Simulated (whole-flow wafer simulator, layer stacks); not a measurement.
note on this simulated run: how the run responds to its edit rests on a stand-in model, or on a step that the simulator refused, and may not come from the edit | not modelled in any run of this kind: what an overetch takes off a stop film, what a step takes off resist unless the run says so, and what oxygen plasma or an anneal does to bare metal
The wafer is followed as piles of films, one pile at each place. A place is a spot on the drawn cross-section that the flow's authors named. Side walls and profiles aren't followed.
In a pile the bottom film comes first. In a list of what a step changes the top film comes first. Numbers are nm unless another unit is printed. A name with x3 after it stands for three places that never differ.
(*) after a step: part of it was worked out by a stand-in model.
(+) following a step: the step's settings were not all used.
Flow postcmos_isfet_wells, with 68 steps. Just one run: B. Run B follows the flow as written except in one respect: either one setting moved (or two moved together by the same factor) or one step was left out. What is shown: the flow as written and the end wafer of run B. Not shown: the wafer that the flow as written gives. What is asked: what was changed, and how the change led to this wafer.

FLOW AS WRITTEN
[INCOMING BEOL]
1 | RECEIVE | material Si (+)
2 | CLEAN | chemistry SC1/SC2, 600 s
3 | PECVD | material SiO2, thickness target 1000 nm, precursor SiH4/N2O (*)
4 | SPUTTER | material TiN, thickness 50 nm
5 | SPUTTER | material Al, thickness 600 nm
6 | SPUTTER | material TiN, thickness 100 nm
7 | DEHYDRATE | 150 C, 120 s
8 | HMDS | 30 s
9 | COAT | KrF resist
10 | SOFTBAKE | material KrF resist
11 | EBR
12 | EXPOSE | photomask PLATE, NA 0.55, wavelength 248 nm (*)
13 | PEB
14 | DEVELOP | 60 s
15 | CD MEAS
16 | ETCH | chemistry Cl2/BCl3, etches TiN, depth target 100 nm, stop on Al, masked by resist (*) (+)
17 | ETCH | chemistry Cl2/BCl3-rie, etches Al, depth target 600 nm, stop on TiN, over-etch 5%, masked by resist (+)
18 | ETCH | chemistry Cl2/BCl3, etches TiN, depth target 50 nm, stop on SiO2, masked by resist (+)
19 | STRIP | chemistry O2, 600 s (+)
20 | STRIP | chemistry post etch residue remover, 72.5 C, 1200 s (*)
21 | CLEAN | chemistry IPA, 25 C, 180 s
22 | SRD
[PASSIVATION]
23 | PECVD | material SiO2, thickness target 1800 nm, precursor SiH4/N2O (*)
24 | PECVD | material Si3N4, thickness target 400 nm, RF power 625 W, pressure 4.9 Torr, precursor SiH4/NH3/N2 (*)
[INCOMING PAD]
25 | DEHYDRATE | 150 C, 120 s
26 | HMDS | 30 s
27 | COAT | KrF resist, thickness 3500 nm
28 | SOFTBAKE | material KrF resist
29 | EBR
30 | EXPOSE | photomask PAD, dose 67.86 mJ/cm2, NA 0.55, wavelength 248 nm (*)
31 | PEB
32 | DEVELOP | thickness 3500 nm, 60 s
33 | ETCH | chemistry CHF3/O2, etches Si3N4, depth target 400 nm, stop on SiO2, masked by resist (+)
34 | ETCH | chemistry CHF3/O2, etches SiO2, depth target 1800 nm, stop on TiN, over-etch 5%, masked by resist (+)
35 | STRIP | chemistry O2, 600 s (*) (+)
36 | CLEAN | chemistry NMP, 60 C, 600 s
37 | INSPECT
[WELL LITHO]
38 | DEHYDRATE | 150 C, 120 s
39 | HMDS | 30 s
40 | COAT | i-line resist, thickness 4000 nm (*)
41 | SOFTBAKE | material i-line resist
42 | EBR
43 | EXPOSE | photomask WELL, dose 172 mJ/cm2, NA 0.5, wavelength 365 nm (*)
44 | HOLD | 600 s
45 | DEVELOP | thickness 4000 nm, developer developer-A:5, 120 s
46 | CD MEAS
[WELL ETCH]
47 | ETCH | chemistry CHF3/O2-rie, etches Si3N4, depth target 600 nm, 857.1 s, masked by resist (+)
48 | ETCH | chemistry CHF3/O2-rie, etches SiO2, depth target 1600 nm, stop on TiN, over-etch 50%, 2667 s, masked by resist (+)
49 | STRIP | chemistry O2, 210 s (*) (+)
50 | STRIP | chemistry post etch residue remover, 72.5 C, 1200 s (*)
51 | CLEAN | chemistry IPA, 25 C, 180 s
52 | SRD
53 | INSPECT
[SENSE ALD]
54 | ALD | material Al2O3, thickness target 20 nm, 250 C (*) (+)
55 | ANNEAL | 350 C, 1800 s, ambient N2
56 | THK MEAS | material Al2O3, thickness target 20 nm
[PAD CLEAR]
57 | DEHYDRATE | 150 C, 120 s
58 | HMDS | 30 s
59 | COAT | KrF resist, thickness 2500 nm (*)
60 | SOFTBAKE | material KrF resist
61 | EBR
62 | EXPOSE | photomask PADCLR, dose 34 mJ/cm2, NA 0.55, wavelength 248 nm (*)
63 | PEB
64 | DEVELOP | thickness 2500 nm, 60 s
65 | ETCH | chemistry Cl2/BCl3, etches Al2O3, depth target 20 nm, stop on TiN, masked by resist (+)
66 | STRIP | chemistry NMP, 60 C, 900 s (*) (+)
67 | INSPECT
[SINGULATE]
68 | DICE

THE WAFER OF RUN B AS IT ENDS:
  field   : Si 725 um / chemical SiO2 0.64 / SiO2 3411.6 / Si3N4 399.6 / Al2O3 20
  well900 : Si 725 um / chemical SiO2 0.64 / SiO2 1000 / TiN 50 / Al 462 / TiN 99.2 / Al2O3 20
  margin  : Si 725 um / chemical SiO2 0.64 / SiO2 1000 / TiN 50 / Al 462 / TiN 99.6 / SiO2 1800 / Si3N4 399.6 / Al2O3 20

The reason: step 5, SPUTTER: thickness 462 nm was run, whereas the flow has thickness 600 nm.
The wafer lets one read it off: well900 has Al 462, and step 5 as written asks for 600 nm.

How this came from the change, step by step:
  5 | SPUTTER | material Al, thickness 600 nm
      field, margin, well900, well1300 x3, pad_rim, pad_clr, pad_open: Al gains 462 (new film) (it would be, as written: Al gains 600 (new film))
  17 | ETCH | chemistry Cl2/BCl3-rie, etches Al, depth target 600 nm, stop on TiN, over-etch 5%, masked by resist (+)
      margin, well900, well1300 x3, pad_rim, pad_clr, pad_open: KrF resist loses 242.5 (it would be, as written: KrF resist loses 300)
      field: Al loses 462 (all of it) (it would be, as written: Al loses 600 (all of it))
  19 | STRIP | chemistry O2, 600 s (+)
      margin, well900, well1300 x3, pad_rim, pad_clr, pad_open: KrF resist loses 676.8 (all of it) (it would be, as written: KrF resist loses 619.4 (all of it))
  23 | PECVD | material SiO2, thickness target 1800 nm, precursor SiH4/N2O (*)
      field: SiO2 gains 2411.6 (it would be, as written: SiO2 gains 1800 (new film), void gains 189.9 (new film), SiO2 gains 559.7)
